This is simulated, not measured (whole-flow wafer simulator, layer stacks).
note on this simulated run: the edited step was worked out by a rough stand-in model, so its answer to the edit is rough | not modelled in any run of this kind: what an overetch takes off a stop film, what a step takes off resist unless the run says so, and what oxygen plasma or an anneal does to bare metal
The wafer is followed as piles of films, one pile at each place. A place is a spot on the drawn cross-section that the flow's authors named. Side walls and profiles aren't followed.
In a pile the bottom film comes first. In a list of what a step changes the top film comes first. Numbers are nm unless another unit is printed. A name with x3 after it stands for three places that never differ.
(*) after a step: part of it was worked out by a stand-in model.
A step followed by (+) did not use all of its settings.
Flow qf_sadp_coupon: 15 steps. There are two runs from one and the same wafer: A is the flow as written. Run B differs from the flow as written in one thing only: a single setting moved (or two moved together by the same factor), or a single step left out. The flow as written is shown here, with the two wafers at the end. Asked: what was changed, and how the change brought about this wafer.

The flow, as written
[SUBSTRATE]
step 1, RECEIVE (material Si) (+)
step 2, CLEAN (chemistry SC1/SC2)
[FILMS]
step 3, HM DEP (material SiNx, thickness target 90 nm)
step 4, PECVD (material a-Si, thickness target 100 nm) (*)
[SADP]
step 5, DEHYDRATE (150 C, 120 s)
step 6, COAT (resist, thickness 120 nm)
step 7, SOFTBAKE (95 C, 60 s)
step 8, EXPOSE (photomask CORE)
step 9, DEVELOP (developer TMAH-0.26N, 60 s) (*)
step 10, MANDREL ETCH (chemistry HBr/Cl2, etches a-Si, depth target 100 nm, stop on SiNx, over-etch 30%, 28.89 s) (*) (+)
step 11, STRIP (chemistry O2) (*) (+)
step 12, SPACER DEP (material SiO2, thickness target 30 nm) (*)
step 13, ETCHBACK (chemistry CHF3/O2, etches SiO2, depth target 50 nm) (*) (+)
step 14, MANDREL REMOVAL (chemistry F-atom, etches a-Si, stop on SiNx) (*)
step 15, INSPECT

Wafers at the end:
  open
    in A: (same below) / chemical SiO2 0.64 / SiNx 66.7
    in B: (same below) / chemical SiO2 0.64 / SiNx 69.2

The reason: step 4, PECVD: thickness target 117.5 nm was run, though the flow has thickness target 100 nm.

How this came from the change, step by step:
  step 4, PECVD (material a-Si, thickness target 100 nm) (*)
      m, open: A +100 a-Si (new film) | B +117.5 a-Si (new film)
  step 10, MANDREL ETCH (chemistry HBr/Cl2, etches a-Si, depth target 100 nm, stop on SiNx, over-etch 30%, 28.89 s) (*) (+)
      open: A -100 a-Si (all of it), -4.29 SiNx | B -117.5 a-Si (all of it), -1.79 SiNx
  step 14, MANDREL REMOVAL (chemistry F-atom, etches a-Si, stop on SiNx) (*)
      m: A -95.8 a-Si (all of it) | B -113.3 a-Si (all of it)
